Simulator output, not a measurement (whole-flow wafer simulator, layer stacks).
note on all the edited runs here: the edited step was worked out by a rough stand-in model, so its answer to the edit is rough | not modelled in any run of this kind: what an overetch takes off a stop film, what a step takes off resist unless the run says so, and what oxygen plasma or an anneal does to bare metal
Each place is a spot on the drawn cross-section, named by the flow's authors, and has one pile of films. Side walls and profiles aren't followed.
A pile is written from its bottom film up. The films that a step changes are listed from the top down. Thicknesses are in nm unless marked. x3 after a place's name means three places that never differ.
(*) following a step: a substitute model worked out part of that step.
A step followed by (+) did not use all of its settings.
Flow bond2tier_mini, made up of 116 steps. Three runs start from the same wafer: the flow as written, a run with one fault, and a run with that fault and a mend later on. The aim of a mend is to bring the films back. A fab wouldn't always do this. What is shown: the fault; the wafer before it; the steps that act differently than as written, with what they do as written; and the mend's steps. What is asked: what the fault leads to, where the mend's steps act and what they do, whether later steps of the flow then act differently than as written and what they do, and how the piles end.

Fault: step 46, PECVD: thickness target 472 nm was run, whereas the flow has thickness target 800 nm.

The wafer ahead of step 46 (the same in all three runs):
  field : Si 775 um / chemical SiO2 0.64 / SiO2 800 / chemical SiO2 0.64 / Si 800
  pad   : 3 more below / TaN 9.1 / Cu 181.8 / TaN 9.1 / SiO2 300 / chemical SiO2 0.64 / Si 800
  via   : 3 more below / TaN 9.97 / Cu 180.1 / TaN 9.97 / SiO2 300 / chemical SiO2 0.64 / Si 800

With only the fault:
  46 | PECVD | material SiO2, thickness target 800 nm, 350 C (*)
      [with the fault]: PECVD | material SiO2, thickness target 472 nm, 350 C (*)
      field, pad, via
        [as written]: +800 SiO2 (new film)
        [with the fault]: +472 SiO2 (new film)
  Steps further on in the flow that do not act as written:
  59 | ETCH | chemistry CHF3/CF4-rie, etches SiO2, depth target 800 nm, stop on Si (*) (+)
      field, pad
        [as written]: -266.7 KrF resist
        [with the fault]: -217.5 KrF resist
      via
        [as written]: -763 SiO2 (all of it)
        [with the fault]: -435 SiO2 (all of it)
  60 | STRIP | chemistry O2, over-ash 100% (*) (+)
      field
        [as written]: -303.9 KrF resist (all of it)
        [with the fault]: -353.1 KrF resist (all of it)
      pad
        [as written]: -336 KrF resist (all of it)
        [with the fault]: -385.1 KrF resist (all of it)
  The piles end different from the flow's at field, pad by more than 2% or 0.5 nm, whichever is larger.
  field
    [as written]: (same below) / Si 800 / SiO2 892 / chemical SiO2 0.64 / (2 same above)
    [with the fault]: (same below) / Si 800 / SiO2 564 / chemical SiO2 0.64 / (2 same above)
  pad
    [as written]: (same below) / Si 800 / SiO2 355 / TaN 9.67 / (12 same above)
    [with the fault]: (same below) / Si 800 / SiO2 27 / TaN 9.67 / (12 same above)

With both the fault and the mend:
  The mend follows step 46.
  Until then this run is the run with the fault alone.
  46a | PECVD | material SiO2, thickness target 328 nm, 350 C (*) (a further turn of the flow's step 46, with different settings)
      field, pad, via
        +328 SiO2
  Later steps of the flow that are run all act as written at every place that is followed.
  At every place that both follow, the piles at the end match the flow's.
